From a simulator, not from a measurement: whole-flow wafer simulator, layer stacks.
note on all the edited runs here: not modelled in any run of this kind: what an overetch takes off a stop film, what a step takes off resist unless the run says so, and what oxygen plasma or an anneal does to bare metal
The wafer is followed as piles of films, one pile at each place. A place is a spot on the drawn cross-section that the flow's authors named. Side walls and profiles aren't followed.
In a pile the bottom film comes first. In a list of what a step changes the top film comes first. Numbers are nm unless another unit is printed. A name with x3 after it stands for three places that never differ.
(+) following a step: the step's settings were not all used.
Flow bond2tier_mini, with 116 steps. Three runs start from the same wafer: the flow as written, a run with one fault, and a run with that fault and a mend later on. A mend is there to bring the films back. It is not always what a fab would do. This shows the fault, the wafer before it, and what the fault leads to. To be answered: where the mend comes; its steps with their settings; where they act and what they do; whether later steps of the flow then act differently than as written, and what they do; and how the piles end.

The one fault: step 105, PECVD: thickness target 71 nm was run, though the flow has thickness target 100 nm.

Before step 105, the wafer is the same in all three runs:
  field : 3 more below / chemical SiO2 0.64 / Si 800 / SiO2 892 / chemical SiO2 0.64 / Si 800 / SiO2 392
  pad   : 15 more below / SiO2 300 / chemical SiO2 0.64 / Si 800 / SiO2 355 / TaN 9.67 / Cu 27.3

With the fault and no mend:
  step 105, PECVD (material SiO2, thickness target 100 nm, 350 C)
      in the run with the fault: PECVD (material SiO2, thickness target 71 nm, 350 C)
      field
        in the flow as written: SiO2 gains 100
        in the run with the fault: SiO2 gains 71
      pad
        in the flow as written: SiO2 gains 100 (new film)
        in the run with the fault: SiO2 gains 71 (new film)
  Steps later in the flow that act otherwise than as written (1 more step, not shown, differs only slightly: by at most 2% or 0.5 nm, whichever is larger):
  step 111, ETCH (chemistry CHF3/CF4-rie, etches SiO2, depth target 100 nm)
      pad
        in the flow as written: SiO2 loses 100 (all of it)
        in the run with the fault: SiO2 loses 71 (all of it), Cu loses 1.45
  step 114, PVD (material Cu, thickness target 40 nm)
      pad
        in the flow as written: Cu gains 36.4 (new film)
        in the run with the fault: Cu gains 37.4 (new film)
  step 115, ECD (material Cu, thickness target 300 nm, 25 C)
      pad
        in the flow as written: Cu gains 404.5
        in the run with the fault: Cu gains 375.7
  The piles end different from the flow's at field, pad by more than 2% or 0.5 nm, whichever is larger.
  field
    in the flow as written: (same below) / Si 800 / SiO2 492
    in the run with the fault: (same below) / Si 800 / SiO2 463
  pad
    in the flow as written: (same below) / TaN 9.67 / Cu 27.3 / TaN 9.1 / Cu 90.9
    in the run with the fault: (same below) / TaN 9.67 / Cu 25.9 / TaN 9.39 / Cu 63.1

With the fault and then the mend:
  The mend follows step 110.
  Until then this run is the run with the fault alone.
  step 110a, STRIP (chemistry O2, over-ash 100%) (+)
      field
        KrF resist loses 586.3 (all of it)
  step 110b, PECVD (material SiO2, thickness target 29 nm, 350 C) (a further turn of the flow's step 105, with different settings)
      field, pad
        SiO2 gains 29
  step 110c, COAT (KrF resist, thickness 600 nm) (a further turn of the flow's step 106)
      field, pad
        KrF resist gains 600 (new film)
  step 110d, SOFTBAKE (KrF resist) (a further turn of the flow's step 107)
      does not change any film at any place that is followed
  step 110e, EXPOSE (photomask T3PAD, NA 0.6) (a further turn of the flow's step 108)
      does not change any film at any place that is followed
  step 110f, PEB (KrF resist) (a further turn of the flow's step 109)
      does not change any film at any place that is followed
  step 110g, DEVELOP (developer TMAH-0.26N, 60 s) (a further turn of the flow's step 110)
      field
        KrF resist loses 13.7
      pad
        KrF resist loses 600 (all of it)
  None of the later steps of the flow acts differently than as written at any place that is followed.
  The piles end the same as the flow's at every place that both follow.
